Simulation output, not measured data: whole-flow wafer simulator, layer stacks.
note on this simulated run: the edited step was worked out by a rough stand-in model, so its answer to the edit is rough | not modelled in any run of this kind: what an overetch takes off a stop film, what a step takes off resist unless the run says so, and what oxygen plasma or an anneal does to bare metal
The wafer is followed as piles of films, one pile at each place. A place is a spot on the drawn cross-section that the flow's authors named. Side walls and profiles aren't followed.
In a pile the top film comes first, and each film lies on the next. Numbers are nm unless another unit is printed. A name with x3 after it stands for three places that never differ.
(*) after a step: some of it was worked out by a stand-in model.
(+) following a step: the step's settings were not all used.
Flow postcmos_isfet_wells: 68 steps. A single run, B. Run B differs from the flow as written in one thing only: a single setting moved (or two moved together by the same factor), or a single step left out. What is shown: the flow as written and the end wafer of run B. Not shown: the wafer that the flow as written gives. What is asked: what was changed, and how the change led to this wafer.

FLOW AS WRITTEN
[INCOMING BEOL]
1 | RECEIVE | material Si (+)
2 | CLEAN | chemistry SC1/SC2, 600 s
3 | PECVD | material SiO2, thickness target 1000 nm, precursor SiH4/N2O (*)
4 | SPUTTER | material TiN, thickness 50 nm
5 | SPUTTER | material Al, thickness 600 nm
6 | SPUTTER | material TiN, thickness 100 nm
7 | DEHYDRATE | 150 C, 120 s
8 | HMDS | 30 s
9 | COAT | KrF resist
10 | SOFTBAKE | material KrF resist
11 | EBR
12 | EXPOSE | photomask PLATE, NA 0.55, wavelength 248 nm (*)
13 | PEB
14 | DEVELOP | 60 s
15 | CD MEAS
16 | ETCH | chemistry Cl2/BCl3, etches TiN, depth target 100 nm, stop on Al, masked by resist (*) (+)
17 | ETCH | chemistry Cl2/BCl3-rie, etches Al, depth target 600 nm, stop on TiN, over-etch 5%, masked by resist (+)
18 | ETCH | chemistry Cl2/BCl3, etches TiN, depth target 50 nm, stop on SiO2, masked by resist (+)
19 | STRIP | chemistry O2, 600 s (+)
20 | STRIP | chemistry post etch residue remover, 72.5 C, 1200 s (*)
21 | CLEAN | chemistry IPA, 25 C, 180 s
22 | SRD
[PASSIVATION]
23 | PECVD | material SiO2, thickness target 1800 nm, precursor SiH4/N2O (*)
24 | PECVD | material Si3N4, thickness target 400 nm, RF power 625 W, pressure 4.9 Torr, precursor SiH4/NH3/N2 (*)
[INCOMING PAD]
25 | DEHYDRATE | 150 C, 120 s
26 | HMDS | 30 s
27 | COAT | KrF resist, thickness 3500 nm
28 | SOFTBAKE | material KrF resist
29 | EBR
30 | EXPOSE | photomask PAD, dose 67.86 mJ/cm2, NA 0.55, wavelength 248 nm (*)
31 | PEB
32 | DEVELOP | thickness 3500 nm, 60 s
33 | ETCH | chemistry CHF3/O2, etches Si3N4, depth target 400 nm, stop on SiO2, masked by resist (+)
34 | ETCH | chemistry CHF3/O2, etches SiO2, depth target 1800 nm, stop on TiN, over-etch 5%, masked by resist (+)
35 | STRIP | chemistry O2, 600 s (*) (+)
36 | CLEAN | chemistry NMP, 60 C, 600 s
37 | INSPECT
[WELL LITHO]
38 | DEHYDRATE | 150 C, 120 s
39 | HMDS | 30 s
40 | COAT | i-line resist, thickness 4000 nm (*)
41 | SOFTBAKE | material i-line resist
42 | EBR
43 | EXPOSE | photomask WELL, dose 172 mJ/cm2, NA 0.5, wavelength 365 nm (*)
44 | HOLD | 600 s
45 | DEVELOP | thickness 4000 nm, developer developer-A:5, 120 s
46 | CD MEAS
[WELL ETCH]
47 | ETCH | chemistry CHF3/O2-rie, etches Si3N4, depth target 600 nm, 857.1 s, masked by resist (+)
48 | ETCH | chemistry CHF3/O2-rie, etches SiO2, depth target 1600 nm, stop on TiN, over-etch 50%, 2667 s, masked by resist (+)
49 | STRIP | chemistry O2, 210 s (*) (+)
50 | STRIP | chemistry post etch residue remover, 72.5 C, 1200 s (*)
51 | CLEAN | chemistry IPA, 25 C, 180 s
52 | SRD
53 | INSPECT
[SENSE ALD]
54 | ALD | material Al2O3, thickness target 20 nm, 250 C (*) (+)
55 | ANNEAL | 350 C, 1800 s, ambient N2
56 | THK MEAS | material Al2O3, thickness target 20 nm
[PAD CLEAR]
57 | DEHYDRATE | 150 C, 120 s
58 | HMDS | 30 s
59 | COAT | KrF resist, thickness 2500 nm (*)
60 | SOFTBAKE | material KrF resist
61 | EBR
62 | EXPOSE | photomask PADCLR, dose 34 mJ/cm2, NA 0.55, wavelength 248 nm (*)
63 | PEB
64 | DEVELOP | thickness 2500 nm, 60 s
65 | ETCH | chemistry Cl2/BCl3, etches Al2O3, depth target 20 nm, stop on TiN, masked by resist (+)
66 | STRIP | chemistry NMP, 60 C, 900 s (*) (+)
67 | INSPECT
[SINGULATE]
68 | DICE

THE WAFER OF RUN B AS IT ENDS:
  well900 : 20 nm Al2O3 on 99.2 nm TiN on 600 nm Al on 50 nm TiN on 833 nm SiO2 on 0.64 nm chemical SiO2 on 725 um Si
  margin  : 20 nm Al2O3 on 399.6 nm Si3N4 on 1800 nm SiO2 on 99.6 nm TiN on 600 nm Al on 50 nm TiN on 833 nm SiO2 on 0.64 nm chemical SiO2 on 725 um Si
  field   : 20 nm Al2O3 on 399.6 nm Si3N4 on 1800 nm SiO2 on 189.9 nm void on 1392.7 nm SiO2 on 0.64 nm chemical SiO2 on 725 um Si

What caused this: step 3, PECVD: thickness target 833 nm was run, though the flow has thickness target 1000 nm.
The wafer itself shows it: well900 has SiO2 833, and step 3 as written asks for 1000 nm.

Step by step, how the change led to this:
  3 | PECVD | material SiO2, thickness target 1000 nm, precursor SiH4/N2O (*)
      field, margin, well900, well1300 x3, pad_rim, pad_clr, pad_open: +833 SiO2 (new film) (in the flow as written it would be: +1000 SiO2 (new film))
